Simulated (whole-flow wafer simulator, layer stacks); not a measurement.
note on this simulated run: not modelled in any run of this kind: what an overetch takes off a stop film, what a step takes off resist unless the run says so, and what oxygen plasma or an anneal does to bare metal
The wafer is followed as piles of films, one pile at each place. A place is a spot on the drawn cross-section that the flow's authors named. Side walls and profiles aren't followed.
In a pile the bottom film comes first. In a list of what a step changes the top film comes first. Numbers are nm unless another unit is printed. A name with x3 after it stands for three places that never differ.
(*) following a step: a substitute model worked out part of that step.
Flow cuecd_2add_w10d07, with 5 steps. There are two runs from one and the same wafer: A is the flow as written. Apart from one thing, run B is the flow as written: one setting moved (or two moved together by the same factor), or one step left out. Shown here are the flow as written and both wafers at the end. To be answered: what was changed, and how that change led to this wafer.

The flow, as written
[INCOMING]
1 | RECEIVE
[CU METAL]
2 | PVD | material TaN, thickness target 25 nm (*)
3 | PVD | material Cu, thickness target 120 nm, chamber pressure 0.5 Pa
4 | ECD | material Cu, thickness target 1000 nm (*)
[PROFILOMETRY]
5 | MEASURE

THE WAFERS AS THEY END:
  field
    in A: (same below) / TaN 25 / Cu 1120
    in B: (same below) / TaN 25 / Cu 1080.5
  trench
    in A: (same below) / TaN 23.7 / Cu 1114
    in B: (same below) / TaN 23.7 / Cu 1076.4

Cause: step 3, PVD: thickness target 80.5 nm was run, while the flow as written has thickness target 120 nm.

Step by step, how the change led to this:
  3 | PVD | material Cu, thickness target 120 nm, chamber pressure 0.5 Pa
      field: A Cu gains 120 (new film) | B Cu gains 80.5 (new film)
      trench: A Cu gains 114 (new film) | B Cu gains 76.4 (new film)
